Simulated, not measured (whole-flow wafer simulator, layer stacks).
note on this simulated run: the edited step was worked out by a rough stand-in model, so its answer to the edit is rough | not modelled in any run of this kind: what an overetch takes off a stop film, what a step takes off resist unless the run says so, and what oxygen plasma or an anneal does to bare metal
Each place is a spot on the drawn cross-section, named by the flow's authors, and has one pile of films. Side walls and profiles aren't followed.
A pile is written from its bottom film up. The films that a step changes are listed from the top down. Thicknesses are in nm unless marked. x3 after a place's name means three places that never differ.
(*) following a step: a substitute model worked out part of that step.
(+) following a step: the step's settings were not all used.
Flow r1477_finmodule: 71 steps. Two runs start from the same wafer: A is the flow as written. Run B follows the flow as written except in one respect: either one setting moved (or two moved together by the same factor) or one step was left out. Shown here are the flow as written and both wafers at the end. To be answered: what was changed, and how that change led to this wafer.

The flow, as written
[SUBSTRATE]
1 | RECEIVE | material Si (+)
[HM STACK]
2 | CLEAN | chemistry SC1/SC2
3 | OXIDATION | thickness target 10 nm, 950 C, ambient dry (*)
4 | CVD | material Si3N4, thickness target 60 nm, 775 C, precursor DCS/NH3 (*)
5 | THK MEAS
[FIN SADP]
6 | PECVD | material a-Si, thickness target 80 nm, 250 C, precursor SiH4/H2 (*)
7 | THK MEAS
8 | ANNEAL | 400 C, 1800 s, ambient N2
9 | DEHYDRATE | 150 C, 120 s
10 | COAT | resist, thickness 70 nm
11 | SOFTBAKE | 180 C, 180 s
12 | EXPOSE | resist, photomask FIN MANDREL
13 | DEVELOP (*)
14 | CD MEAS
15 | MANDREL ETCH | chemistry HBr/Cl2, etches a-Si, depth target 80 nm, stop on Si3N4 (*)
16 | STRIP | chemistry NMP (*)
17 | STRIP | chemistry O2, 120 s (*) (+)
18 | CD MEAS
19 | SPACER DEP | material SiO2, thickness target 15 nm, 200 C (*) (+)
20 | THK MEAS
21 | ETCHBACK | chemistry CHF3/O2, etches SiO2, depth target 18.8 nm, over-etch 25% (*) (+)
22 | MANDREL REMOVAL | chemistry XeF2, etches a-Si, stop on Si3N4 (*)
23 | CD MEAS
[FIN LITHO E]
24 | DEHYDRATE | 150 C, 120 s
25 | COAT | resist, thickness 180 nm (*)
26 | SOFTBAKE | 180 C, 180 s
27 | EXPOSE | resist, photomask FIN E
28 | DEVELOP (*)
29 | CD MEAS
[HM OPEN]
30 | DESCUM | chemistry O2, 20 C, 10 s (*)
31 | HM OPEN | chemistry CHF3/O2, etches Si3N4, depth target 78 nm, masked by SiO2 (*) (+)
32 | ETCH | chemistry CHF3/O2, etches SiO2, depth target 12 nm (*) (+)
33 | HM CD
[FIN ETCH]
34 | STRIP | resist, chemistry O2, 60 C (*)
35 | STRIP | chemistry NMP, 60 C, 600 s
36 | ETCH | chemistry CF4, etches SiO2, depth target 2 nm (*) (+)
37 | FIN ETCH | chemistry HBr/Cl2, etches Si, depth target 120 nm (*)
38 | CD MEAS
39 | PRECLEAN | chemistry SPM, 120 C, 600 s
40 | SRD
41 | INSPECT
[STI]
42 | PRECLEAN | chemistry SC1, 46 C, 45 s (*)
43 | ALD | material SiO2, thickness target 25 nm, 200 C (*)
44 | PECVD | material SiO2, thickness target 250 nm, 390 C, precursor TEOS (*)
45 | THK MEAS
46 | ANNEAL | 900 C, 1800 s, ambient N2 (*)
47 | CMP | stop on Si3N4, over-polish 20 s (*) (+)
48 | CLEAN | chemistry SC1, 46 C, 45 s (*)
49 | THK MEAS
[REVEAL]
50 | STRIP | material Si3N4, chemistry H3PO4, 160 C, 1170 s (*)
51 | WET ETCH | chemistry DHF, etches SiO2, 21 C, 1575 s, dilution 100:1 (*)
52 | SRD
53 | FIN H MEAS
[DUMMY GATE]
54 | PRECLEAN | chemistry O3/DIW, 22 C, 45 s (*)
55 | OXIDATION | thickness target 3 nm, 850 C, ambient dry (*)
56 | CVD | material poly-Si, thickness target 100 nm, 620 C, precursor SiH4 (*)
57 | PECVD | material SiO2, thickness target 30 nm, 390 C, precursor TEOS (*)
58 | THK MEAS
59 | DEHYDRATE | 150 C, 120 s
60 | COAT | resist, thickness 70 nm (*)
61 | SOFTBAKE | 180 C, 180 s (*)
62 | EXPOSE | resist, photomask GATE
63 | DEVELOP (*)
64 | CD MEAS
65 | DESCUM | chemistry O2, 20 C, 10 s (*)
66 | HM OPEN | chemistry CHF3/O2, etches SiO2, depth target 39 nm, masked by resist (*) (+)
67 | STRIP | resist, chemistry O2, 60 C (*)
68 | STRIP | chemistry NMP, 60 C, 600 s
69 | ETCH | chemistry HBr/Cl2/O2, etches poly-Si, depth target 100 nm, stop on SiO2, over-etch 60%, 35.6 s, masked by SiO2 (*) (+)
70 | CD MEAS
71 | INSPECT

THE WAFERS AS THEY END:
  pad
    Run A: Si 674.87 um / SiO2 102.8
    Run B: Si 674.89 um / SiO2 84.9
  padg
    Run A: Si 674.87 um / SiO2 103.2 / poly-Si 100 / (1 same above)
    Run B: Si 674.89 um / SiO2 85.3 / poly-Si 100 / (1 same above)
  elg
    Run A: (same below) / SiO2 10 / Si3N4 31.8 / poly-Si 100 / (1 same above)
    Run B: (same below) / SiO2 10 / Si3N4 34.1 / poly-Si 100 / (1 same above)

What caused this: step 37, FIN ETCH: depth target 102 nm was run, though the flow has depth target 120 nm.

The path from the change to this, step by step:
  37 | FIN ETCH | chemistry HBr/Cl2, etches Si, depth target 120 nm (*)
      pad, padg, esg and 19 more: A Si loses 120 | B Si loses 102
      elg, e40lg, e100lg, e200lg, elo, e40lo, e100lo, e200lo: A Si3N4 loses 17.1 | B Si3N4 loses 14.6
      (as well as at 6 more places)
  43 | ALD | material SiO2, thickness target 25 nm, 200 C (*)
      s40cg, s45cg, s50cg, s40co, s45co, s50co: A SiO2 gains 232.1 (new film) | B SiO2 gains 215.5 (new film)
      esg: A SiO2 gains 194.3 (new film) | B SiO2 gains 178.8 (new film)
  47 | CMP | stop on Si3N4, over-polish 20 s (*) (+)
      pad, padg, e40sg and 11 more: A SiO2 loses 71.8 | B SiO2 loses 89.8
      eso: A SiO2 loses 72.4 | B SiO2 loses 90.4
  51 | WET ETCH | chemistry DHF, etches SiO2, 21 C, 1575 s, dilution 100:1 (*)
      elg, e40lg, e100lg, e200lg, elo, e40lo, e100lo, e200lo: A SiO2 loses 17.8 (all of it), Si3N4 loses 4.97 | B SiO2 loses 15.3 (all of it), Si3N4 loses 5.18
  67 | STRIP | resist, chemistry O2, 60 C (*)
      e40sg: A resist loses 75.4 (all of it) | B resist loses 77.6 (all of it)
      e100sg: A resist loses 75.3 (all of it) | B resist loses 77.5 (all of it)
      (as well as at 1 more place)
